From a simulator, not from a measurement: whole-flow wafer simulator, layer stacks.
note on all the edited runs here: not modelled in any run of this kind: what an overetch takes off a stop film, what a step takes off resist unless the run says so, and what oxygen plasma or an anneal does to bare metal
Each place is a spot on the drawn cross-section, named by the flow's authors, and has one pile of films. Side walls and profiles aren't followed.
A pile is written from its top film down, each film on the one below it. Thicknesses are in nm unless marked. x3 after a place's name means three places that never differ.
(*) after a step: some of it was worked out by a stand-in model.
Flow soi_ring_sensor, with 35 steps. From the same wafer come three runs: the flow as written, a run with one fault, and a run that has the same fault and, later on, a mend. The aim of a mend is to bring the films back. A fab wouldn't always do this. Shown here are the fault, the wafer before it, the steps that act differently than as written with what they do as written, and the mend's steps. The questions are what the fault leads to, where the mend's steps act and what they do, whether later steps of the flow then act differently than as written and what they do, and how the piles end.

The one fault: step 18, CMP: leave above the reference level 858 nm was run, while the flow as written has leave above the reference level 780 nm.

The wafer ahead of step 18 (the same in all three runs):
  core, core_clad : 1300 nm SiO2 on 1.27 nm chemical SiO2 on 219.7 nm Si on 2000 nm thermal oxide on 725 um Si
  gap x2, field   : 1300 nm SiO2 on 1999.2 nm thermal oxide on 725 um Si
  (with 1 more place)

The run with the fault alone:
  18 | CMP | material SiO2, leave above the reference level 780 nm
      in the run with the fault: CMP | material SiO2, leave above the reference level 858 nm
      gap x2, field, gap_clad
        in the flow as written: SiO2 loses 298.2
        in the run with the fault: SiO2 loses 220.2
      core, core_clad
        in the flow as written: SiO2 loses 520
        in the run with the fault: SiO2 loses 442
  Later steps of the flow acting differently than as written:
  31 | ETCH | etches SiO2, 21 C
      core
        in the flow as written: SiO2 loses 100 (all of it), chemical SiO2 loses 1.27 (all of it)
        in the run with the fault: SiO2 loses 178 (all of it), chemical SiO2 loses 1.27 (all of it)
  At field, core_clad, the piles at the end differ from the flow's by more than 2% or 0.5 nm, whichever is larger.
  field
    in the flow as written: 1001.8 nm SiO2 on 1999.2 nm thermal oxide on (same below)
    in the run with the fault: 1079.8 nm SiO2 on 1999.2 nm thermal oxide on (same below)
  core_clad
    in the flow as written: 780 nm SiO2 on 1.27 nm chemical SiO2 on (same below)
    in the run with the fault: 858 nm SiO2 on 1.27 nm chemical SiO2 on (same below)

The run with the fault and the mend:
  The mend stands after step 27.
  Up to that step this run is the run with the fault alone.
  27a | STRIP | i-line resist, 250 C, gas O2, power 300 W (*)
      field, core_clad, gap_clad
        i-line resist loses 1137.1 (all of it)
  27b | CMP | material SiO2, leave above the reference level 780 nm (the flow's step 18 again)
      core, gap x2, field, core_clad, gap_clad
        SiO2 loses 78
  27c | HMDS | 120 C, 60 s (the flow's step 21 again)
      alters no film at any place that is followed
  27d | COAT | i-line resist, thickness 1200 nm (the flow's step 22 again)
      core, gap x2, field, core_clad, gap_clad
        i-line resist gains 1200 (new film)
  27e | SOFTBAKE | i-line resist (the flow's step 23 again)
      alters no film at any place that is followed
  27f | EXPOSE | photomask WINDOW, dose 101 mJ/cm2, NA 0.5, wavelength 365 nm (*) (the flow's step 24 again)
      alters no film at any place that is followed
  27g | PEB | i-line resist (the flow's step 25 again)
      core, gap x2, field, core_clad, gap_clad
        i-line resist loses 62.8
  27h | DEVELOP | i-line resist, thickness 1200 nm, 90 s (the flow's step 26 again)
      core, gap x2
        i-line resist loses 1137.2 (all of it)
      field, core_clad, gap_clad
        i-line resist loses 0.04
  None of the later steps of the flow acts differently than as written at any place that is followed.
  The piles end the same as the flow's at every place that both follow.
